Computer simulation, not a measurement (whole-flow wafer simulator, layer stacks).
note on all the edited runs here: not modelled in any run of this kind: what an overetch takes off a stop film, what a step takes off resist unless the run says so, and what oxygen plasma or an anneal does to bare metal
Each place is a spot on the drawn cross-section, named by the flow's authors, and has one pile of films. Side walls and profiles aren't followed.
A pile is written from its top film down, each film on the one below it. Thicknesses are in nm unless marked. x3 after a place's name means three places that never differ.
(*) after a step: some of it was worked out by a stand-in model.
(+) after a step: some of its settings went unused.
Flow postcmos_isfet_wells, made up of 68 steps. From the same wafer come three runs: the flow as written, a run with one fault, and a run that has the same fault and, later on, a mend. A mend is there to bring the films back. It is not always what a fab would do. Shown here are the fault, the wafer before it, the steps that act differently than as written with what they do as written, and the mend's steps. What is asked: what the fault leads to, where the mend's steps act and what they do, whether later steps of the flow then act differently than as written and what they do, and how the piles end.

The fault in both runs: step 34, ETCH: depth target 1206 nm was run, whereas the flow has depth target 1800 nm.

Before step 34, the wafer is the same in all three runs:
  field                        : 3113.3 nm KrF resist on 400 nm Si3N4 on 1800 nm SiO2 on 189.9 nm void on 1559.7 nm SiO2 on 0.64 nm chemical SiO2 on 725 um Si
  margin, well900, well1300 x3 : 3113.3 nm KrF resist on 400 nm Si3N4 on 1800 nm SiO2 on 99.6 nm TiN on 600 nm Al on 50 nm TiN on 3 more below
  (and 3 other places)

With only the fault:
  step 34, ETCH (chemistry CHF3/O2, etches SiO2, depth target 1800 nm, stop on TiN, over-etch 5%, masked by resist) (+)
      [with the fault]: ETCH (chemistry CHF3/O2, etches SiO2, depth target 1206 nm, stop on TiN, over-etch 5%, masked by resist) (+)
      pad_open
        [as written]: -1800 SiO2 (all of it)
        [with the fault]: -1206 SiO2
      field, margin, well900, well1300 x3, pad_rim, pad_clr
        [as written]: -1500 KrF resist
        [with the fault]: -1005 KrF resist
  Steps later in the flow that act otherwise than as written (not shown: 1 more step that differs only slightly, by at most 2% or 0.5 nm, whichever is larger):
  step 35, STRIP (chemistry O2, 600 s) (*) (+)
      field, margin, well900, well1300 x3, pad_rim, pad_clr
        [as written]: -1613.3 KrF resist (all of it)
        [with the fault]: -2108.3 KrF resist (all of it)
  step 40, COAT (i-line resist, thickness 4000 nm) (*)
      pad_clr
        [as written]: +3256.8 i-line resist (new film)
        [with the fault]: +3445.3 i-line resist (new film)
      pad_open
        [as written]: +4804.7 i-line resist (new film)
        [with the fault]: +4590.6 i-line resist (new film)
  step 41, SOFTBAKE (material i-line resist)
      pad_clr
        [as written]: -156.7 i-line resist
        [with the fault]: -100.3 i-line resist
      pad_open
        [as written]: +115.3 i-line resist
        [with the fault]: +87.6 i-line resist
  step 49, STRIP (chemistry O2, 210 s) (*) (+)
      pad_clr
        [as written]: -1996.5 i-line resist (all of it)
        [with the fault]: -2241.3 i-line resist (all of it)
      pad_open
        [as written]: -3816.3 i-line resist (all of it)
        [with the fault]: -3574.5 i-line resist (all of it)
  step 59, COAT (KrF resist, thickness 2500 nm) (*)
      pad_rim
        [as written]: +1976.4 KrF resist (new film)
        [with the fault]: +2115 KrF resist (new film)
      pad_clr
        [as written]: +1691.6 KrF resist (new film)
        [with the fault]: +1896.5 KrF resist (new film)
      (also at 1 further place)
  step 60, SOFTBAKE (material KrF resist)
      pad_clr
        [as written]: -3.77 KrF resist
        [with the fault]: -3.23 KrF resist
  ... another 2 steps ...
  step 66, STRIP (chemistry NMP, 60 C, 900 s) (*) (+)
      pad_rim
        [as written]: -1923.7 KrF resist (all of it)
        [with the fault]: -2061.1 KrF resist (all of it)
  By the end, the piles at pad_open depart from the flow's by more than 2% or 0.5 nm, whichever is larger.
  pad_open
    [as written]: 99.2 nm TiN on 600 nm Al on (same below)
    [with the fault]: 594 nm SiO2 on 99.6 nm TiN on 600 nm Al on (same below)

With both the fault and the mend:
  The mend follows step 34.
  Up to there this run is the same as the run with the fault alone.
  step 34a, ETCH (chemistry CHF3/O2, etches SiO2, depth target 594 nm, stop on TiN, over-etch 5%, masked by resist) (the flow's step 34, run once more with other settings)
      field, margin, well900, well1300 x3, pad_rim, pad_clr
        -495 KrF resist
      pad_open
        -594 SiO2 (all of it)
  None of the later steps of the flow acts differently than as written at any place that is followed.
  At every place that both follow, the piles at the end match the flow's.
